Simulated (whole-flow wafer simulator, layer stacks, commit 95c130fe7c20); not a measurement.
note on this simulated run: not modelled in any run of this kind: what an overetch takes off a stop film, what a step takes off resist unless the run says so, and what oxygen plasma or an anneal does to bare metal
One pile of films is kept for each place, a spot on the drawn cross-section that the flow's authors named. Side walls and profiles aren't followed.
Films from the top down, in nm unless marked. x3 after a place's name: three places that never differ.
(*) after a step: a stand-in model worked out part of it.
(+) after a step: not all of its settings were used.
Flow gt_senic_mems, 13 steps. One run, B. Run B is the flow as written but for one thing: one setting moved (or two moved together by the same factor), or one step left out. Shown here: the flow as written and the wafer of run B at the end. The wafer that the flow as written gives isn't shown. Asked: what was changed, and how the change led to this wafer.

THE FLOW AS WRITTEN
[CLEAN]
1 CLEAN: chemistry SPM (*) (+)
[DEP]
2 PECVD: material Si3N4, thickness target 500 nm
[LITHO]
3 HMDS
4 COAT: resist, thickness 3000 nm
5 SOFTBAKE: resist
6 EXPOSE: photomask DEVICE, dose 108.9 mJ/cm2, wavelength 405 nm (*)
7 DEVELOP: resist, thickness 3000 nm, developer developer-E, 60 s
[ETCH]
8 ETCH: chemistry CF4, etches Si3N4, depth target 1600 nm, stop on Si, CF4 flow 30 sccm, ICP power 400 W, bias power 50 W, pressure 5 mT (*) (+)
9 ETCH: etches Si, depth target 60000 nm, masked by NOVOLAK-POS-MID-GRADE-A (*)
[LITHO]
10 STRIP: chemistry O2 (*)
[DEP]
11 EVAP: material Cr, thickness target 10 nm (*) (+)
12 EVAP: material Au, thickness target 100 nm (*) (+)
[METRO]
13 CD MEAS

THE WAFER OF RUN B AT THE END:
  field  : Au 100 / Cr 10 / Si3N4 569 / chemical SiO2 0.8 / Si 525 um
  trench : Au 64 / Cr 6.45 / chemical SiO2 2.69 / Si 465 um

The cause: step 2, PECVD: thickness target 569 nm was run, where the flow has thickness target 500 nm.
It can be read off the wafer: field has Si3N4 569, and step 2 as written asks for 500 nm.

How the change led to this, step by step:
  2 PECVD: material Si3N4, thickness target 500 nm
      field, trench: Si3N4 +569 (new film) (as written it would be: Si3N4 +500 (new film))
  8 ETCH: chemistry CF4, etches Si3N4, depth target 1600 nm, stop on Si, CF4 flow 30 sccm, ICP power 400 W, bias power 50 W, pressure 5 mT (*) (+)
      field: resist -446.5 (as written it would be: resist -400.5)
      trench: Si3N4 -569 (all of it), chemical SiO2 -0.8 (all of it) (as written it would be: Si3N4 -500 (all of it), chemical SiO2 -0.8 (all of it))
  10 STRIP: chemistry O2 (*)
      field: resist -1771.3 (all of it) (as written it would be: resist -1817.3 (all of it))
